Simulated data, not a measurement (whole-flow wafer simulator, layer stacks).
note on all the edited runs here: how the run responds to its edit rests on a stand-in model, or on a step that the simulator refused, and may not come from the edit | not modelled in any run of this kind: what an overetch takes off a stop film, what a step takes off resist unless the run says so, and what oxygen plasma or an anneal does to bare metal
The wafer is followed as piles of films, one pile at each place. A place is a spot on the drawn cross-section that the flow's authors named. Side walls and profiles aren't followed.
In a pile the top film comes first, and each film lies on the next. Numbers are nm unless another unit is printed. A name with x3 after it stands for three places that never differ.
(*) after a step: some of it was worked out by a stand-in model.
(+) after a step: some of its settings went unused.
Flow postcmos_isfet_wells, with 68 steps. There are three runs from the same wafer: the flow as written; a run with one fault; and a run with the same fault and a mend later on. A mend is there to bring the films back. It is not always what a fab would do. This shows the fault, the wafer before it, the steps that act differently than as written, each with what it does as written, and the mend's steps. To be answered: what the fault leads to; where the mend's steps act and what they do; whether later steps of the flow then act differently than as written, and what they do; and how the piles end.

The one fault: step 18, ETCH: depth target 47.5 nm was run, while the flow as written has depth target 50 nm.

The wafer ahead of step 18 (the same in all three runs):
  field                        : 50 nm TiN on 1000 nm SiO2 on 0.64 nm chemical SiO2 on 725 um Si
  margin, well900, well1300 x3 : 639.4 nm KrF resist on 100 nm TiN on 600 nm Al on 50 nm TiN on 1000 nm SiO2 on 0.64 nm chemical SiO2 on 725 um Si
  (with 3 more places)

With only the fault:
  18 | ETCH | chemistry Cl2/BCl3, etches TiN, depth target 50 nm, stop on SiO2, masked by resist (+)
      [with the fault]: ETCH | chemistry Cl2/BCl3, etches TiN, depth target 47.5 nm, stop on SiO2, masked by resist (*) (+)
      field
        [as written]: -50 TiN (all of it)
        [with the fault]: -47.5 TiN
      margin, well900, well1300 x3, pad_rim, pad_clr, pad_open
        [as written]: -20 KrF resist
        [with the fault]: -19 KrF resist
  Later steps of the flow acting differently than as written (not shown: 2 more steps that differ only slightly, by at most 2% or 0.5 nm, whichever is larger):
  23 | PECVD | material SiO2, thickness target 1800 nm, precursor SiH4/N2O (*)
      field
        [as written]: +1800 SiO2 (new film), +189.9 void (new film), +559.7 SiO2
        [with the fault]: +1800 SiO2 (new film), +188.3 void (new film), +559.2 SiO2 (new film)
  The piles end different from the flow's at field by more than 2% or 0.5 nm, whichever is larger.
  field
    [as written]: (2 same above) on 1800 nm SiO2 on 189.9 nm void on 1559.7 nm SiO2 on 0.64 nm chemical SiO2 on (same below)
    [with the fault]: (2 same above) on 1800 nm SiO2 on 188.3 nm void on 559.2 nm SiO2 on 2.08 nm TiN on 1000 nm SiO2 on 0.64 nm chemical SiO2 on (same below)

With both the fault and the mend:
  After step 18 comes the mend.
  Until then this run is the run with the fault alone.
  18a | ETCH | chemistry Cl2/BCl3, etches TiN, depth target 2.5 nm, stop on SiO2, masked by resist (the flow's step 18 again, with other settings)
      margin, well900, well1300 x3, pad_rim, pad_clr, pad_open
        -1 KrF resist
      field
        -2.5 TiN (all of it)
  Later steps of the flow that are run all act as written at every place that is followed.
  At every place that both follow, the piles at the end match the flow's.
